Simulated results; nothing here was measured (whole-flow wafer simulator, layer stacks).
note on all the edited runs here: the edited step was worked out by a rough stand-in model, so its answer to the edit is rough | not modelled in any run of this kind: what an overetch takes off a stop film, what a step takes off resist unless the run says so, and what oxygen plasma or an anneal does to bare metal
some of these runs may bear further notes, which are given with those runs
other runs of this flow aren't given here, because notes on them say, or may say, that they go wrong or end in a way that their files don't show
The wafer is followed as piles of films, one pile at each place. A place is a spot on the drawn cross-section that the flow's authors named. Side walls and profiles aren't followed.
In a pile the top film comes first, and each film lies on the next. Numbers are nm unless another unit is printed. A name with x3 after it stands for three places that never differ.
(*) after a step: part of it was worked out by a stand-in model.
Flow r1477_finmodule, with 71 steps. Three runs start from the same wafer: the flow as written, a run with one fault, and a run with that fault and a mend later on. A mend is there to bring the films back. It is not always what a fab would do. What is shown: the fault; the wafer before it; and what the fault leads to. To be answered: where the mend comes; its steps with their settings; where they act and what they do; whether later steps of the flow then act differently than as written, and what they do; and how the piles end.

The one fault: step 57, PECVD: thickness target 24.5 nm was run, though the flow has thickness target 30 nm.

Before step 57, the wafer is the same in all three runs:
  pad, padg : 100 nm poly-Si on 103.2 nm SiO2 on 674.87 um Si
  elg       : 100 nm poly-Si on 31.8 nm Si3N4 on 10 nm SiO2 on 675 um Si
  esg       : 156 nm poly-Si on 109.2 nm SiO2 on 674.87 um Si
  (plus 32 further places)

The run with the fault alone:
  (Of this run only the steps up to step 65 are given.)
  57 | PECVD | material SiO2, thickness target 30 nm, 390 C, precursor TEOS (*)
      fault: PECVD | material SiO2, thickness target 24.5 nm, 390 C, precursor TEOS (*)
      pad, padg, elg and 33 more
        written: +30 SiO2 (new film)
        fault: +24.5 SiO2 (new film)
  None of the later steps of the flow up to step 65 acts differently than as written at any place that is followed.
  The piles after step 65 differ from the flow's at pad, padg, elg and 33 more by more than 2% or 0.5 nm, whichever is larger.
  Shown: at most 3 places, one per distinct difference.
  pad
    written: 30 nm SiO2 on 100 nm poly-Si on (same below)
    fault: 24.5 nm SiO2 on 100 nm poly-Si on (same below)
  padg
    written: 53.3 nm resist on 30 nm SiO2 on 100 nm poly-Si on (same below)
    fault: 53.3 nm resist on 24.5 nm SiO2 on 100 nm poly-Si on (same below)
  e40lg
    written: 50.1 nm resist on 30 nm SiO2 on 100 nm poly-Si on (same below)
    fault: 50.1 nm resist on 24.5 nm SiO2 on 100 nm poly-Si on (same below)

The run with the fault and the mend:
  The mend follows step 58.
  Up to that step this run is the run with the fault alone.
  58a | PECVD | material SiO2, thickness target 5.5 nm, 390 C, precursor TEOS (*) (the flow's step 57 again, with other settings)
      pad, padg, elg and 33 more
        +5.5 SiO2
  None of the later steps of the flow differs from how it acts as written, at any place that is followed, by more than 2% or 0.5 nm, whichever is larger.
  At the end the piles are close to the flow's at the places that both follow, differing by at most 2% or 0.5 nm, whichever is larger.
